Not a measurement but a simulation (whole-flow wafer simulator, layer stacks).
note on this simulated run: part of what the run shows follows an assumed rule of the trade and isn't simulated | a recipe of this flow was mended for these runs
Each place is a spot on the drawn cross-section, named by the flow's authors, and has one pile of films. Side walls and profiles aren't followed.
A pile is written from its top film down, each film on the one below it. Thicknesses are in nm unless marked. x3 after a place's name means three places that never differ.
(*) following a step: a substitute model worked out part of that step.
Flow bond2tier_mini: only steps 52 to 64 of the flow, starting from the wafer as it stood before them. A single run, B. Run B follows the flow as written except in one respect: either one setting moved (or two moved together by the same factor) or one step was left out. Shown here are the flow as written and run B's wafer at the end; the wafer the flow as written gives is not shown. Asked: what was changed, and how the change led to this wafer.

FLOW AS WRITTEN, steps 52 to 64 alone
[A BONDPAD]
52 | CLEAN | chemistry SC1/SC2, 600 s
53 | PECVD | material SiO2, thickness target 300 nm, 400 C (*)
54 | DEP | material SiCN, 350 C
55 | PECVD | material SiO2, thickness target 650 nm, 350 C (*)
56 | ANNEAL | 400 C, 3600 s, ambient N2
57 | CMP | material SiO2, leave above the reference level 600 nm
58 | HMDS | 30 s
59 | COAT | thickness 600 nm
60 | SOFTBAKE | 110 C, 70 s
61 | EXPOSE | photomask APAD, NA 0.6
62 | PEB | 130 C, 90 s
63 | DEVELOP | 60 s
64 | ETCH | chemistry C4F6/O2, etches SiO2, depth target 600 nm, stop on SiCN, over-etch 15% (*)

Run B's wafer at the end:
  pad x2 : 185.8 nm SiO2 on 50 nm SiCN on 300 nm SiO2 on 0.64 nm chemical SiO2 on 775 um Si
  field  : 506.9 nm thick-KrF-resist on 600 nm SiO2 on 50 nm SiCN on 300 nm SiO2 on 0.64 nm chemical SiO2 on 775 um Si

What caused this: step 64, ETCH: depth target 360.2 nm was run, whereas the flow has depth target 600 nm.

The path from the change to this, step by step:
  64 | ETCH | chemistry C4F6/O2, etches SiO2, depth target 600 nm, stop on SiCN, over-etch 15% (*)
      pad x2: SiO2 loses 414.2 (as written it would have been: SiO2 loses 600 (all of it), SiCN loses 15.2)
      field: thick-KrF-resist loses 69 (as written it would have been: thick-KrF-resist loses 115)
